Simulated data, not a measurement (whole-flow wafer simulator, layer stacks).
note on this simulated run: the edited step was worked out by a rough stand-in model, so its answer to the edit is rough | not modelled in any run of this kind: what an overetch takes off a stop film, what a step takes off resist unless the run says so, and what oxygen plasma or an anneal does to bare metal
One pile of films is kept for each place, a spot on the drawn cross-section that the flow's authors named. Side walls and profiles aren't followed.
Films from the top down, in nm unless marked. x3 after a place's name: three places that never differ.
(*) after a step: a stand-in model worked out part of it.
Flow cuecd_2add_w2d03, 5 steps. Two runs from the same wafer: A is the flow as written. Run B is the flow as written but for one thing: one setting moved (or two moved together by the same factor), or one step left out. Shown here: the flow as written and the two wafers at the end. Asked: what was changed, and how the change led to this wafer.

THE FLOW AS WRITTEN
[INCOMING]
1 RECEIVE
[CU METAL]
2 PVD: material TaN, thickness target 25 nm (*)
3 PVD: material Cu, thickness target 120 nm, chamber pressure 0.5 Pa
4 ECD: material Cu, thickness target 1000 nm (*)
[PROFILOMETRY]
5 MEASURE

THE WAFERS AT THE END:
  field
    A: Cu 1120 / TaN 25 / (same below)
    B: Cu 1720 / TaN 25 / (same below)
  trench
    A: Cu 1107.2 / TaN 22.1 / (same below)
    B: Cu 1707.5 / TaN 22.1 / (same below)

The cause: step 4, ECD: thickness target 1600 nm was run, where the flow has thickness target 1000 nm.

How the change led to this, step by step:
  4 ECD: material Cu, thickness target 1000 nm (*)
      field: A Cu +1000 | B Cu +1600
      trench: A Cu +1000 | B Cu +1600.3
